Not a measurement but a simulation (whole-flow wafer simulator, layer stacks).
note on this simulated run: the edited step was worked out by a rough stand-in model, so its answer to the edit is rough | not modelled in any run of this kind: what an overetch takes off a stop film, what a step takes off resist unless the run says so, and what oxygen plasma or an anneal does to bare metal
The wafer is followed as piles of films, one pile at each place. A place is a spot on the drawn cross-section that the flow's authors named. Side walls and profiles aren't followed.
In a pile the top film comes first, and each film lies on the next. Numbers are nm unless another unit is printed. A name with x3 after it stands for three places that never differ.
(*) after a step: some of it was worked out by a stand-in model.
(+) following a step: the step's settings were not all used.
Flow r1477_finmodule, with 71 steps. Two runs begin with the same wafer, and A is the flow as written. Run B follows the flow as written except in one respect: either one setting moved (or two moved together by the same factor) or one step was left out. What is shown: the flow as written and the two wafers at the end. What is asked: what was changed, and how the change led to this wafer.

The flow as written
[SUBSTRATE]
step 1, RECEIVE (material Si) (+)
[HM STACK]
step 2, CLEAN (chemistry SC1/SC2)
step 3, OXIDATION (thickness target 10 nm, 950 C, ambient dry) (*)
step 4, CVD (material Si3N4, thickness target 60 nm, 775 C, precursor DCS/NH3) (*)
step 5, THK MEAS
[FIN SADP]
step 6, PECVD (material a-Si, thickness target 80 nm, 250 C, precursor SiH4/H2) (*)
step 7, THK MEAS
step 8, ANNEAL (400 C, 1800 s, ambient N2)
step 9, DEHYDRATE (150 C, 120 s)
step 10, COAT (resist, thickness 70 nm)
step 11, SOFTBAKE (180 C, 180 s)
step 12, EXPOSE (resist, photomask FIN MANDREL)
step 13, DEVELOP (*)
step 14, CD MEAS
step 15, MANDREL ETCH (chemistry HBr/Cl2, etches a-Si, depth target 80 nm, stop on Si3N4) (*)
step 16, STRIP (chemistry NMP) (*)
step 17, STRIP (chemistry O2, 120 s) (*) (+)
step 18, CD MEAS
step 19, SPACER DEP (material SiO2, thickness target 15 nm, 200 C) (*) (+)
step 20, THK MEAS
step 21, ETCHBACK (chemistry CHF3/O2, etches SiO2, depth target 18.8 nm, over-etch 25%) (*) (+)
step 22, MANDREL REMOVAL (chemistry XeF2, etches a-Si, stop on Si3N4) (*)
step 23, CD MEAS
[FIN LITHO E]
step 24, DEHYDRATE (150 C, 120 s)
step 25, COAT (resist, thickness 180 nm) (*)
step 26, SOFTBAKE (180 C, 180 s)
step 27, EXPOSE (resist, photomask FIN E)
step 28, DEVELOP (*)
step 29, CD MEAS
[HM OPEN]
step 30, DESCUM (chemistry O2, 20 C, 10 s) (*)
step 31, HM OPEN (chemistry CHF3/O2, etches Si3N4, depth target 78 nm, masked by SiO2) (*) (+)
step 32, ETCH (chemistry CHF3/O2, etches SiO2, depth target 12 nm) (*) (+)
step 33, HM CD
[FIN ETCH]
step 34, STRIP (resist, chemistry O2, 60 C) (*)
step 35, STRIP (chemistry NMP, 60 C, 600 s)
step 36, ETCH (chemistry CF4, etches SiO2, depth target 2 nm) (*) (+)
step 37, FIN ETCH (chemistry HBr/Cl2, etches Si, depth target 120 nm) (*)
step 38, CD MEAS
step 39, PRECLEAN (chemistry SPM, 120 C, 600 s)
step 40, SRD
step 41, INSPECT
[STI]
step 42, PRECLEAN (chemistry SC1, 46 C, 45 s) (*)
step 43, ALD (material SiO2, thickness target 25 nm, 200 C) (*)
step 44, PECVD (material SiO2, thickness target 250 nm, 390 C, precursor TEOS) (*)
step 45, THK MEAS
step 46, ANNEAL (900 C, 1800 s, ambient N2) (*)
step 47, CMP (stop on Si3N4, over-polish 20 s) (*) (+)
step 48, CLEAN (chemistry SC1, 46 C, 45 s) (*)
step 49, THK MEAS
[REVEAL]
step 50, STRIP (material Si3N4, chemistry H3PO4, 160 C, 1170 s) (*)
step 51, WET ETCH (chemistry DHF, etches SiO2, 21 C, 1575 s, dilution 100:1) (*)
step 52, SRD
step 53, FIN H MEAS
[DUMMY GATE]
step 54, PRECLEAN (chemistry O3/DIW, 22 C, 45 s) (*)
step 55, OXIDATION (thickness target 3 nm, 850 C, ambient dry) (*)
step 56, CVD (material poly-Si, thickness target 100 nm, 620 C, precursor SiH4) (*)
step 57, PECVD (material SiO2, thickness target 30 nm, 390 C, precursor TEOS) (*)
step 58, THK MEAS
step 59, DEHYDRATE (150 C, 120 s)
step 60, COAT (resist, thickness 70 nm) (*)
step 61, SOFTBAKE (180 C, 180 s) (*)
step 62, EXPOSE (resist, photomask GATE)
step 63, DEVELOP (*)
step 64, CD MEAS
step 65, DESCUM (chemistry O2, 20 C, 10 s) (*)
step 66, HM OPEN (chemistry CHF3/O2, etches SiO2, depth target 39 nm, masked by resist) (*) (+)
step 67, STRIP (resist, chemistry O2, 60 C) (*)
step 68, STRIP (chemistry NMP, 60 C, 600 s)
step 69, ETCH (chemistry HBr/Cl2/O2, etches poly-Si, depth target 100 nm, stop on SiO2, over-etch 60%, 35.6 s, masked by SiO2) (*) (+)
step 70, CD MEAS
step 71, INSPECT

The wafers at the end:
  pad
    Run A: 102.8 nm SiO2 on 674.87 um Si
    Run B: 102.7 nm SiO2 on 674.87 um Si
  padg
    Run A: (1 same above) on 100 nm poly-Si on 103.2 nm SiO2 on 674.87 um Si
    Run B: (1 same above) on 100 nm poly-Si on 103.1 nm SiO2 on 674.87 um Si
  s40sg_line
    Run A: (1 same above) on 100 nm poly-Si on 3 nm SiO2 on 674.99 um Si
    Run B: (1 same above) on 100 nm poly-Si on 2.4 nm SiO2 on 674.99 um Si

Cause: step 55, OXIDATION: thickness target 2.4 nm was run, while the flow as written has thickness target 3 nm.
The wafer lets one read it off: s40sg_line has SiO2 2.4, and step 55 as written asks for 3 nm.

How this came from the change, step by step:
  step 55, OXIDATION (thickness target 3 nm, 850 C, ambient dry) (*)
      s40sg_line, s45sg_line, s50sg_line, s40so_line, s45so_line, s50so_line: A +3 SiO2 (new film), -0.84 chemical SiO2 (all of it), -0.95 Si | B +2.4 SiO2 (new film), -0.84 chemical SiO2 (all of it), -0.68 Si
